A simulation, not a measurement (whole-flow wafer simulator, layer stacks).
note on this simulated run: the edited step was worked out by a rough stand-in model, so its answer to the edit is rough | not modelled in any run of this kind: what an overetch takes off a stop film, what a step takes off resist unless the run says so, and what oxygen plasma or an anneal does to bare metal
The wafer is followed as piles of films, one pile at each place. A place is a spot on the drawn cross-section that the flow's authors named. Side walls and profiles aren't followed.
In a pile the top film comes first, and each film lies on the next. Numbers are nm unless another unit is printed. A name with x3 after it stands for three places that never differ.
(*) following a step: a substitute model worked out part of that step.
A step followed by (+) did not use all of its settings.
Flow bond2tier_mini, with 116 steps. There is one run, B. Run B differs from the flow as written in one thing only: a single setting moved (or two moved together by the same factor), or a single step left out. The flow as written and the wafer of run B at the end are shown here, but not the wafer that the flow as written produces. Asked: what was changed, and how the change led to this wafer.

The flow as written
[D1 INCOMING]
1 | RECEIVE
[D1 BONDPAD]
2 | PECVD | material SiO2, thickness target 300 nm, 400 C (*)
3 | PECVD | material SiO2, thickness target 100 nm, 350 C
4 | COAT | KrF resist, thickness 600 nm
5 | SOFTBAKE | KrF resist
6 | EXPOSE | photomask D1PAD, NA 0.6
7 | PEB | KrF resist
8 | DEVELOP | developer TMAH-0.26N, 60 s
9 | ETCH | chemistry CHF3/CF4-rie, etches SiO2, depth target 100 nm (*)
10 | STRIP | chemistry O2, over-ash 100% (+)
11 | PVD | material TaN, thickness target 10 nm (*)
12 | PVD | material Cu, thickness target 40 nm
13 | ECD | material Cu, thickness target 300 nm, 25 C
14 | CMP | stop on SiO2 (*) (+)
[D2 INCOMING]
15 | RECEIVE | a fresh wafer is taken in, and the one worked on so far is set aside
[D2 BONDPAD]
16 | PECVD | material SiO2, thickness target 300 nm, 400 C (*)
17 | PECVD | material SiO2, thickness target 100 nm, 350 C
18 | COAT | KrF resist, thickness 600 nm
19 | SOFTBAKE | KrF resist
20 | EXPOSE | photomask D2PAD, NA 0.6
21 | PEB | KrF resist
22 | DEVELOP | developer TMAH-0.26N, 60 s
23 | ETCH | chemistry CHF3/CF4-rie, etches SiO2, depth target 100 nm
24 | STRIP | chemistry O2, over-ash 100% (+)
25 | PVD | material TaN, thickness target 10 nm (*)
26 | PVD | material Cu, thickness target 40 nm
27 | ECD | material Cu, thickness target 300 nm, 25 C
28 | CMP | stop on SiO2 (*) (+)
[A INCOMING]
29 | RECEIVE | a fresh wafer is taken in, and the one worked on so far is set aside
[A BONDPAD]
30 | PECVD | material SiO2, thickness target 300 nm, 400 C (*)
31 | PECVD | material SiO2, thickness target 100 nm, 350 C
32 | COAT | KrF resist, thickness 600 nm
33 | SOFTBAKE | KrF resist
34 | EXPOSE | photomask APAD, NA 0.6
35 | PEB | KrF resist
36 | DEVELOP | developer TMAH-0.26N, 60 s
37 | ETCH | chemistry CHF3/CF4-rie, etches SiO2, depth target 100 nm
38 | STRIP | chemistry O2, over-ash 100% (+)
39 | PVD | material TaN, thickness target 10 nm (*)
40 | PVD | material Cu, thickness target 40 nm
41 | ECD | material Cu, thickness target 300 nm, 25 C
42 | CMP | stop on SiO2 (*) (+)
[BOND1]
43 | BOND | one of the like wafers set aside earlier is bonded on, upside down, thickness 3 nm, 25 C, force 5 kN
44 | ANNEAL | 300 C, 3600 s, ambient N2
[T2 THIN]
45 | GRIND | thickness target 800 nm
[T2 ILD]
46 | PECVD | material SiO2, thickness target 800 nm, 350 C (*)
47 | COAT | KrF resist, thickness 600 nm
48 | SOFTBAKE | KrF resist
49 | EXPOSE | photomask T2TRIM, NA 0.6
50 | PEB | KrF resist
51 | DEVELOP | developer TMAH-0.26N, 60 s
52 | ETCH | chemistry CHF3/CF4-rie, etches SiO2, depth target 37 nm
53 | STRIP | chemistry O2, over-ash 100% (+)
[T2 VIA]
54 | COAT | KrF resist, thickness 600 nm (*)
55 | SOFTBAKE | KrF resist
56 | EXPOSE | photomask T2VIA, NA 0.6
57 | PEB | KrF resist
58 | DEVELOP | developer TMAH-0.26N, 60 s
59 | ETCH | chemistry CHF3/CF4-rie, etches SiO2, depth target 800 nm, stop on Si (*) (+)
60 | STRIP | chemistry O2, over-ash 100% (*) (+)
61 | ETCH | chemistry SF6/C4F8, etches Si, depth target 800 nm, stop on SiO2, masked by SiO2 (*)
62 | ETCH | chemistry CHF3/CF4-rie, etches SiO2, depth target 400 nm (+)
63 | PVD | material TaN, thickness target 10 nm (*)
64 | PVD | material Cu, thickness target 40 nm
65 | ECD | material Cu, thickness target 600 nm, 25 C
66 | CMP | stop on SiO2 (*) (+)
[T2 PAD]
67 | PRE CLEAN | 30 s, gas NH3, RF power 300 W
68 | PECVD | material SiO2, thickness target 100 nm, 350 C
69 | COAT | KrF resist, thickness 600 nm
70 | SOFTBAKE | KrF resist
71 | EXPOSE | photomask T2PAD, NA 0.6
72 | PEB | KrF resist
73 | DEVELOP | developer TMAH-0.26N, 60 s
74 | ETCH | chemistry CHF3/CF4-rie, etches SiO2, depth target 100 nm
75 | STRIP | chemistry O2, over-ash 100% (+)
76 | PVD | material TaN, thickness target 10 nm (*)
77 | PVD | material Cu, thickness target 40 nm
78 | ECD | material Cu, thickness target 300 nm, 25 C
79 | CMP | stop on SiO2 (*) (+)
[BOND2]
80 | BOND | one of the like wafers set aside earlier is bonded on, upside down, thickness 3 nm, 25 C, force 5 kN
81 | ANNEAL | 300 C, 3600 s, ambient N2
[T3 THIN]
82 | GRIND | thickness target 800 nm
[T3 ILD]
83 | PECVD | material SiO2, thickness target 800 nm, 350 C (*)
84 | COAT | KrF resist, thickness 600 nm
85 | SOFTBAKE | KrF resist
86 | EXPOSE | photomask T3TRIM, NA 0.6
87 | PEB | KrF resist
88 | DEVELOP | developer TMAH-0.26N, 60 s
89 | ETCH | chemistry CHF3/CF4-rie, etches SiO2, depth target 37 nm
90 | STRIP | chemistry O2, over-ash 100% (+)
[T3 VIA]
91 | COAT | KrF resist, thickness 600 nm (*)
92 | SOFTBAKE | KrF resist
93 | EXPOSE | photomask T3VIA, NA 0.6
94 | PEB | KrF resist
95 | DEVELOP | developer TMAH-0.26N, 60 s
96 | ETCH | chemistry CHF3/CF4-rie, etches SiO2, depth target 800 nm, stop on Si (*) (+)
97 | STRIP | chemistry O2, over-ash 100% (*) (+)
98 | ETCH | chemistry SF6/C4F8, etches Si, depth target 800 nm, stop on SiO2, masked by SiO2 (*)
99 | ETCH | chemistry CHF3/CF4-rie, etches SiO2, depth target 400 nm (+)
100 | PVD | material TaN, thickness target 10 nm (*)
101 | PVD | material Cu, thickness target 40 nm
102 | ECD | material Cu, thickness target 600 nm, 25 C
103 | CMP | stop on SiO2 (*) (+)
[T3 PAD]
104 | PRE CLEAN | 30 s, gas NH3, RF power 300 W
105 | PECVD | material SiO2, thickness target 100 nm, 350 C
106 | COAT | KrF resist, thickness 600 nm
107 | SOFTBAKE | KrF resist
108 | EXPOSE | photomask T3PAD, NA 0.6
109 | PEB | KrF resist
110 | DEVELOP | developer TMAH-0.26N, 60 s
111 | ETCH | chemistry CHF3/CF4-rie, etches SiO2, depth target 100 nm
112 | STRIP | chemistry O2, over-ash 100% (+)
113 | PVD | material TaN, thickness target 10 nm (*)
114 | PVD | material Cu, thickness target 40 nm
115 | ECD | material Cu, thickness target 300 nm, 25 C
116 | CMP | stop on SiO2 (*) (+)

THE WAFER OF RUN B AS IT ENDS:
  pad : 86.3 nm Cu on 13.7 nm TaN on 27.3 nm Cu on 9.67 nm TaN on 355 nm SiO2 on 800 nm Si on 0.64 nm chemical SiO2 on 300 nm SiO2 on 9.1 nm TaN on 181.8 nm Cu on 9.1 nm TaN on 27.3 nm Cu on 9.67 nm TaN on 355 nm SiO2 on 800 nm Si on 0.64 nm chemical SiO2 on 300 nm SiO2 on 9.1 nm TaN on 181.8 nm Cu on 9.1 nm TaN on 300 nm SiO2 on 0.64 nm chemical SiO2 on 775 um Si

Cause: step 113, PVD: thickness target 15 nm was run, while the flow as written has thickness target 10 nm.

The path from the change to this, step by step:
  113 | PVD | material TaN, thickness target 10 nm (*)
      field: +15 TaN (new film) (as written it would have been: +10 TaN (new film))
      pad: +13.7 TaN (new film) (as written it would have been: +9.1 TaN (new film))
  116 | CMP | stop on SiO2 (*) (+)
      field: -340 Cu (all of it), -15 TaN (all of it) (as written it would have been: -340 Cu (all of it), -10 TaN (all of it))
